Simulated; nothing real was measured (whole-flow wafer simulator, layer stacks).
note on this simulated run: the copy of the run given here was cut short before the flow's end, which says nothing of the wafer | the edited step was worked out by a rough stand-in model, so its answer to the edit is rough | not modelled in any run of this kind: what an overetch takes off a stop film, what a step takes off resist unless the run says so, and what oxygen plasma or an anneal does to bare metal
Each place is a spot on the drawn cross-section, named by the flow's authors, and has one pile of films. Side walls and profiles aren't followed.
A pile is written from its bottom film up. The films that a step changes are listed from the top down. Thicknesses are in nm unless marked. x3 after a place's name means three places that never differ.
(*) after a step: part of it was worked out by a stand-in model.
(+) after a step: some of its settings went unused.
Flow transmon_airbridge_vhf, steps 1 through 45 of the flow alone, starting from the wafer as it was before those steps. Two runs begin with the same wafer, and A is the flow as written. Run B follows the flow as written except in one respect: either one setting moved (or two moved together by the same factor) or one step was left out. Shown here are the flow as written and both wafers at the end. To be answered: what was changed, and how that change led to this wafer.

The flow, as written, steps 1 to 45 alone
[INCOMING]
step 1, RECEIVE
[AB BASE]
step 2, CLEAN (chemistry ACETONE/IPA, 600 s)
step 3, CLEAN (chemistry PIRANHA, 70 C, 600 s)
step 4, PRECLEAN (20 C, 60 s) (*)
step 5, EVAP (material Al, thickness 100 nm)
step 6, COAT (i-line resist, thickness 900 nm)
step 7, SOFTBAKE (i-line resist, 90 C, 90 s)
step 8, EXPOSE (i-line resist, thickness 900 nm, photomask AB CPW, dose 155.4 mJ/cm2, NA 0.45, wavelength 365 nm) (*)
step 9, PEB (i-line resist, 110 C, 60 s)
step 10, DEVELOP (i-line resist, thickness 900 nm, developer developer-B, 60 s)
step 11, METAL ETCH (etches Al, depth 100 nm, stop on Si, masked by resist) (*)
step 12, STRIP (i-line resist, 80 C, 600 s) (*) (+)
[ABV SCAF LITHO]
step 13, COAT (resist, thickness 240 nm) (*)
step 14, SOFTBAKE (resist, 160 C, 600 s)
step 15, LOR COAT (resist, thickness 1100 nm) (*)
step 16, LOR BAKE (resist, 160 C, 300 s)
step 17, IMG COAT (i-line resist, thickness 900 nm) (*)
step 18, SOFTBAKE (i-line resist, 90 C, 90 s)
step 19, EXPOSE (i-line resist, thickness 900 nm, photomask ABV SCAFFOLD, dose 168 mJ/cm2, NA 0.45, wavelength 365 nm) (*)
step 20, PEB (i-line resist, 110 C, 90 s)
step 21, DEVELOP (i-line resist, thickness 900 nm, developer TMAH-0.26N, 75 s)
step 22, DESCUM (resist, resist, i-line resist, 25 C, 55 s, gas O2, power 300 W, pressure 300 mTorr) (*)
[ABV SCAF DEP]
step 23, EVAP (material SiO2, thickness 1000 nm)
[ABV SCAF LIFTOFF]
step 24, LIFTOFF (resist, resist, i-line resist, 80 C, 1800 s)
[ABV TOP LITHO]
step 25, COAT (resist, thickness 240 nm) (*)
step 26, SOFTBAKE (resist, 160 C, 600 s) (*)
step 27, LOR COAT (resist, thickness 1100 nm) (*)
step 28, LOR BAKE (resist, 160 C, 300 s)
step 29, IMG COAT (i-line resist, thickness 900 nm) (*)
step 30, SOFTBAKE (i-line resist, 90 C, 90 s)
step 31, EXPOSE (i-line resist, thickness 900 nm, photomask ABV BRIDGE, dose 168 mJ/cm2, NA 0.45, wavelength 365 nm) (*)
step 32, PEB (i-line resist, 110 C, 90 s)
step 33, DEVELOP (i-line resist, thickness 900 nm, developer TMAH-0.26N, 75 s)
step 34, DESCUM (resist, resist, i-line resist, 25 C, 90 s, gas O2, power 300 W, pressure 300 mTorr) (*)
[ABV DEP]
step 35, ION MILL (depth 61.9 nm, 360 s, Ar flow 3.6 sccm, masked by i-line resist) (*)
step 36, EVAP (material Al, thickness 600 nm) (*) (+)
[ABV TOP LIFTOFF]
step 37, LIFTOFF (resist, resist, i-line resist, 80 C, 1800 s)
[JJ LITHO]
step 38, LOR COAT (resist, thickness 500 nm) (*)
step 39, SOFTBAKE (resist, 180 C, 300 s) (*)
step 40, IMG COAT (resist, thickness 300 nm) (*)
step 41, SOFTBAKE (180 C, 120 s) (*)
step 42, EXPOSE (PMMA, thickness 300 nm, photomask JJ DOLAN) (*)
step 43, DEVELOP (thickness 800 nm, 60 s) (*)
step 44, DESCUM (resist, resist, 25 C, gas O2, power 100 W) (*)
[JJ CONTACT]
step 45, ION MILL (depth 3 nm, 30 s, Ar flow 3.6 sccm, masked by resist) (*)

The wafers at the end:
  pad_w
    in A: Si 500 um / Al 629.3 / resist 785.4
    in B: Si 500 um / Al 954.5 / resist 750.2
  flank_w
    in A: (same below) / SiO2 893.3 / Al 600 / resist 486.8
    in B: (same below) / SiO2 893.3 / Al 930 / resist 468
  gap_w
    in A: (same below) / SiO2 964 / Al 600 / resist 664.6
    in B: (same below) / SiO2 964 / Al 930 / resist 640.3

The reason: step 36, EVAP: thickness 930 nm was run, though the flow has thickness 600 nm.
The wafer itself shows it: flank_w has Al 930, and step 36 as written asks for 600 nm.

Step by step, how the change led to this:
  step 36, EVAP (material Al, thickness 600 nm) (*) (+)
      field x3, jj_line, ground_far and 10 more: A +600 Al (new film) | B +930 Al (new film)
      pad_w, pad_e: A +591.2 Al | B +916.4 Al
  step 37, LIFTOFF (resist, resist, i-line resist, 80 C, 1800 s)
      field x3, jj_line, trace_open_s x2: A -600 Al (all of it), -600 i-line resist (all of it), -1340 resist (all of it) | B -930 Al (all of it), -600 i-line resist (all of it), -1340 resist (all of it)
      margin_s, margin_n: A -600 Al (all of it), -318.3 i-line resist (all of it), -992 resist (all of it) | B -930 Al (all of it), -318.3 i-line resist (all of it), -992 resist (all of it)
      (as well as at 1 more place)
  step 38, LOR COAT (resist, thickness 500 nm) (*)
      pad_w, pad_e: A +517 resist (new film) | B +495.2 resist (new film)
      flank_w, flank_e: A +306.5 resist (new film) | B +298.4 resist (new film)
      (as well as at 6 more places)
  step 40, IMG COAT (resist, thickness 300 nm) (*)
      pad_w, pad_e: A +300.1 resist | B +286.8 resist
      flank_w, flank_e: A +212.1 resist | B +201.5 resist
      (as well as at 6 more places)
